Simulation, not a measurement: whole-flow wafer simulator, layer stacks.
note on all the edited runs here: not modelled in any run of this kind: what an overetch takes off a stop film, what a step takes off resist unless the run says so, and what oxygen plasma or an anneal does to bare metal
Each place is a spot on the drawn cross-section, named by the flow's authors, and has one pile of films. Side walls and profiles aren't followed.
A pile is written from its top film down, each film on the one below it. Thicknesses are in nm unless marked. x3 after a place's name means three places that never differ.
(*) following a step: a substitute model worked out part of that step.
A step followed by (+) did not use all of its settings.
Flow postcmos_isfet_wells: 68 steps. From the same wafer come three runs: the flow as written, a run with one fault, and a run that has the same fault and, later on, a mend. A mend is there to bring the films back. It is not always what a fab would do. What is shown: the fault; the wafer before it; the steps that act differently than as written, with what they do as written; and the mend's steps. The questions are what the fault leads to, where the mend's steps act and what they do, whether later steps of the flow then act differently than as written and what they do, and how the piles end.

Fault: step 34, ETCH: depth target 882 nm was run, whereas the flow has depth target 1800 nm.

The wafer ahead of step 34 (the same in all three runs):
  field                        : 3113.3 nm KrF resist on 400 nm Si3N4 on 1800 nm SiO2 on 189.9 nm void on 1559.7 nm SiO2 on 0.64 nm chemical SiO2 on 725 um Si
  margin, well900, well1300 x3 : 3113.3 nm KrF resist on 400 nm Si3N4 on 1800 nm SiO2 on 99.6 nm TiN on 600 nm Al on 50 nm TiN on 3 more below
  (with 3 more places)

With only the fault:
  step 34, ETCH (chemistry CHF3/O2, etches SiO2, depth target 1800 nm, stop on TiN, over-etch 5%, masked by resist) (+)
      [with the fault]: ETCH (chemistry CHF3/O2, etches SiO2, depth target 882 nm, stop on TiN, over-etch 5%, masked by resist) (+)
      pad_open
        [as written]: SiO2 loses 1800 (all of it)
        [with the fault]: SiO2 loses 882
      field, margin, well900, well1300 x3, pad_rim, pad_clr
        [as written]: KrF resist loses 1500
        [with the fault]: KrF resist loses 735
  Steps further on in the flow that do not act as written (1 other step is not shown; it differs only slightly, by no more than 2% or 0.5 nm, whichever is larger):
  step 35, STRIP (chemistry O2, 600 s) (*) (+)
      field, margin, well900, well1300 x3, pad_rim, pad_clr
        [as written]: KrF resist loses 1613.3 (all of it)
        [with the fault]: KrF resist loses 2378.3 (all of it)
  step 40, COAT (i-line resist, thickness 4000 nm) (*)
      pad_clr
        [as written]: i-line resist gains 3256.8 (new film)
        [with the fault]: i-line resist gains 3551.4 (new film)
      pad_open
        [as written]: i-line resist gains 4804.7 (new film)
        [with the fault]: i-line resist gains 4473.1 (new film)
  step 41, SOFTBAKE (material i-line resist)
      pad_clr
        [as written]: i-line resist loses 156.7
        [with the fault]: i-line resist loses 73.1
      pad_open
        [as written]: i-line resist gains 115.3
        [with the fault]: i-line resist gains 71.2
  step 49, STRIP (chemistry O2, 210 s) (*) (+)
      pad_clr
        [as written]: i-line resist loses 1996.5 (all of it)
        [with the fault]: i-line resist loses 2374.6 (all of it)
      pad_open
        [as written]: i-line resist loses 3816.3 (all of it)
        [with the fault]: i-line resist loses 3440.7 (all of it)
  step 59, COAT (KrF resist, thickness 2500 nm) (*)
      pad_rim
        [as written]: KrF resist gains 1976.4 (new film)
        [with the fault]: KrF resist gains 2189.4 (new film)
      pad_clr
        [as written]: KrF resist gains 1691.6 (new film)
        [with the fault]: KrF resist gains 2009.8 (new film)
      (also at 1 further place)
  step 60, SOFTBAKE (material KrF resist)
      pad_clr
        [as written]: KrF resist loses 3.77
        [with the fault]: KrF resist loses 2.34
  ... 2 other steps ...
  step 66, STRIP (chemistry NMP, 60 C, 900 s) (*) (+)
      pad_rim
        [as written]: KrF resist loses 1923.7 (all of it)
        [with the fault]: KrF resist loses 2134.8 (all of it)
  The piles end different from the flow's at pad_open by more than 2% or 0.5 nm, whichever is larger.
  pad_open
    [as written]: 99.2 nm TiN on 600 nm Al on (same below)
    [with the fault]: 918 nm SiO2 on 99.6 nm TiN on 600 nm Al on (same below)

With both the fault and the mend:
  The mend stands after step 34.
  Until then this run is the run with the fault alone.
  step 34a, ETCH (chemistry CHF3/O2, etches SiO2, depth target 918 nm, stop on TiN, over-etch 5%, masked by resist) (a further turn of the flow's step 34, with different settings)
      field, margin, well900, well1300 x3, pad_rim, pad_clr
        KrF resist loses 765
      pad_open
        SiO2 loses 918 (all of it)
  None of the later steps of the flow acts differently than as written at any place that is followed.
  At every place that both follow, the piles at the end match the flow's.
